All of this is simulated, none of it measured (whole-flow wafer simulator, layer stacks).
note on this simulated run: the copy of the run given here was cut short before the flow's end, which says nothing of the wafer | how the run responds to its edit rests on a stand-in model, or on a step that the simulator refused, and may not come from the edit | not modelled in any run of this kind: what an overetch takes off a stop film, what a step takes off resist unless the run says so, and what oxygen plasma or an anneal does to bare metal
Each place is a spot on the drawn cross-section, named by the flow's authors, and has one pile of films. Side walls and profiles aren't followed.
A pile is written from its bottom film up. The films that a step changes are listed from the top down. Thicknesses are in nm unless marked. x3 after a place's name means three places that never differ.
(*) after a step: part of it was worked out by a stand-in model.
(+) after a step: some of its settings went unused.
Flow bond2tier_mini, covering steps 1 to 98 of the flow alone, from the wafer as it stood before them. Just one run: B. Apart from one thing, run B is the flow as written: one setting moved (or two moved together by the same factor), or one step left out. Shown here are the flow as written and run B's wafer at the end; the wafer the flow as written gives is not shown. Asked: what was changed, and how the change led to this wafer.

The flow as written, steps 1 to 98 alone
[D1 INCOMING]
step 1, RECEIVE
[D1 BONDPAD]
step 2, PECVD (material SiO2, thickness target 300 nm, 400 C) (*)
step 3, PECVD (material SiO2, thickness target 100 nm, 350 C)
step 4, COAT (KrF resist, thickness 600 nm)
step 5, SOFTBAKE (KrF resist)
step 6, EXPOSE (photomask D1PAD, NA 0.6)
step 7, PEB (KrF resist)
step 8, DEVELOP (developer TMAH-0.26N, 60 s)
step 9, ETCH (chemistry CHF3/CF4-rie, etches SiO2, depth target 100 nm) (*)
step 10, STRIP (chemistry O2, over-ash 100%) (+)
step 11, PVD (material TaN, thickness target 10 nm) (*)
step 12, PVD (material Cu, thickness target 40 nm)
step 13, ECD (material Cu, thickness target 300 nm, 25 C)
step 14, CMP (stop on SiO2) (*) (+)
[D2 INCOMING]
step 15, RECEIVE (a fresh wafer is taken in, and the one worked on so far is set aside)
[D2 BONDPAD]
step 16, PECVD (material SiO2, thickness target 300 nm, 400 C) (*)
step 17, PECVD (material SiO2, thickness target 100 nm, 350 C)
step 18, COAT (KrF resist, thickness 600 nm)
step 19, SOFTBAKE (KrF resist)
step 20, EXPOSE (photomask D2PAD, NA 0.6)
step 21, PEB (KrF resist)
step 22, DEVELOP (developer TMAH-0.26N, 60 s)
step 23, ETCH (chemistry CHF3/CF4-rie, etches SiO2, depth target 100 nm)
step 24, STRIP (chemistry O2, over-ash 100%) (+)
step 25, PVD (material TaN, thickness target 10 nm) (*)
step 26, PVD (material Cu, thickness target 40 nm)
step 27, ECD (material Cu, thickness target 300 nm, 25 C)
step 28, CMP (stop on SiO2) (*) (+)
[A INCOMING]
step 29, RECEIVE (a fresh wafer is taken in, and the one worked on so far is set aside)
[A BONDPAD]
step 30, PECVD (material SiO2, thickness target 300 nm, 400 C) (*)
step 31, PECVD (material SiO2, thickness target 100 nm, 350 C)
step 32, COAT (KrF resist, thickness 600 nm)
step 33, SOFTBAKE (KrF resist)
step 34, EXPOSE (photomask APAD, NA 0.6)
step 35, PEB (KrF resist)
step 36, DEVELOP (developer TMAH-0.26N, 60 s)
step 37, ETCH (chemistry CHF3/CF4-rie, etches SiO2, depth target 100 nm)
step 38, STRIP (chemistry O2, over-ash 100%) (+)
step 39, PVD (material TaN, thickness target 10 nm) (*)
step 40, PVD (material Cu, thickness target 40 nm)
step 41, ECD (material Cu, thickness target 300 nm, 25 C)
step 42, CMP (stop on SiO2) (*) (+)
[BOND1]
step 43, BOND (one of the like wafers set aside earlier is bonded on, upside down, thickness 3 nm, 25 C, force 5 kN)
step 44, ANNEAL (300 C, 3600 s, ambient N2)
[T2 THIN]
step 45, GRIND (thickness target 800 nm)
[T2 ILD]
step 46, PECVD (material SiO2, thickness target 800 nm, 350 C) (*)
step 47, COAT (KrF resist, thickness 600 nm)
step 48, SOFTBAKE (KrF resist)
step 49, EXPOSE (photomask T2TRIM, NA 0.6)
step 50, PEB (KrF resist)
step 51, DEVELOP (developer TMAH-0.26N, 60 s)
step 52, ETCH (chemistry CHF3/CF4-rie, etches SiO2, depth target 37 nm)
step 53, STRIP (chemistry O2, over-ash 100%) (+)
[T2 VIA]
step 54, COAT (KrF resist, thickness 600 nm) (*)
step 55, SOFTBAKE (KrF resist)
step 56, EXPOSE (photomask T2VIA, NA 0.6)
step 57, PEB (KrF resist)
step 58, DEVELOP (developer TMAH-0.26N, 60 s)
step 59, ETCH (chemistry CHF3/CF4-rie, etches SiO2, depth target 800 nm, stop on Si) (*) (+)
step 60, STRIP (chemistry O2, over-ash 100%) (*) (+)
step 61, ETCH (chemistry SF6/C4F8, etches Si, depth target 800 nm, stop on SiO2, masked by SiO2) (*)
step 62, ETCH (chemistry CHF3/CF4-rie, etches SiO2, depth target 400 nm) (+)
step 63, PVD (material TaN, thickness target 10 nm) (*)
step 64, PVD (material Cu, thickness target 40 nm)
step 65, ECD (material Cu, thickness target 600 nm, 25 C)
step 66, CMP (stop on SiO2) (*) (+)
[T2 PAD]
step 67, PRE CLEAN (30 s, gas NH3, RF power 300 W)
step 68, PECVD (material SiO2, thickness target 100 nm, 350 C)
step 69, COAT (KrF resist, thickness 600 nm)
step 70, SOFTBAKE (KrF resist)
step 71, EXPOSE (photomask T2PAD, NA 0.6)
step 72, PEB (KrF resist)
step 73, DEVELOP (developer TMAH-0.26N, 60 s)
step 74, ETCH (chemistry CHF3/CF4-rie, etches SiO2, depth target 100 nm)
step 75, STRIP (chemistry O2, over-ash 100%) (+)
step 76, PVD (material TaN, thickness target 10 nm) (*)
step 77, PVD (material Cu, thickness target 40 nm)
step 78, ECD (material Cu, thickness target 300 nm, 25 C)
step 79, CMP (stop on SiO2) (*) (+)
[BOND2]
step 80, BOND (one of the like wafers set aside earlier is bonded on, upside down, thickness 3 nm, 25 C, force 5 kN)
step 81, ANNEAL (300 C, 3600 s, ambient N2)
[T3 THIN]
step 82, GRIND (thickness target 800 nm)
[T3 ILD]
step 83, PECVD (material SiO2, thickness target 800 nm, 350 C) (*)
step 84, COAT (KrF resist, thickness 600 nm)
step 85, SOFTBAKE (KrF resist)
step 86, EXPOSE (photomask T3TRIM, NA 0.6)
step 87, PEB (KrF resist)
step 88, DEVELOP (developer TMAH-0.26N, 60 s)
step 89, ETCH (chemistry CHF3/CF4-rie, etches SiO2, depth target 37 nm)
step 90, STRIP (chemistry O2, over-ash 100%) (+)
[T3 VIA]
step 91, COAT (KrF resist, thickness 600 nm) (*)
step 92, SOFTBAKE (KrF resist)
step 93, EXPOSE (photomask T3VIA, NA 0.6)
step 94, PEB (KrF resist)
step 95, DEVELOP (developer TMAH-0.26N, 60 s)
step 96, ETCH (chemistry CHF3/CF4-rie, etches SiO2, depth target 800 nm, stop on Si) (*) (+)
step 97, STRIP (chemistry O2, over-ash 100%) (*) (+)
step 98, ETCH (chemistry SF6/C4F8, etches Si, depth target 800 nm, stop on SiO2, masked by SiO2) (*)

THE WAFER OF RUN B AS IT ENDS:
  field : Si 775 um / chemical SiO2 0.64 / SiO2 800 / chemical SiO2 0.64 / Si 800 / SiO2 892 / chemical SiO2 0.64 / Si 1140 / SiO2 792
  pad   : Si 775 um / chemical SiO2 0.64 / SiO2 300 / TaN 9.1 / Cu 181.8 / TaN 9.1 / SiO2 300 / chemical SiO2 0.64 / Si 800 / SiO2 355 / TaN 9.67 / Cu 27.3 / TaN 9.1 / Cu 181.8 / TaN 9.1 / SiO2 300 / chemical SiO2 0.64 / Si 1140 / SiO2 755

What caused this: step 82, GRIND: thickness target 1140 nm was run, though the flow has thickness target 800 nm.
One can read it off the wafer: field has Si 1140, and step 82 as written asks for 800 nm.

How this came from the change, step by step:
  step 82, GRIND (thickness target 800 nm)
      field, pad: -773.86 um Si (it would be, as written: -774.2 um Si)
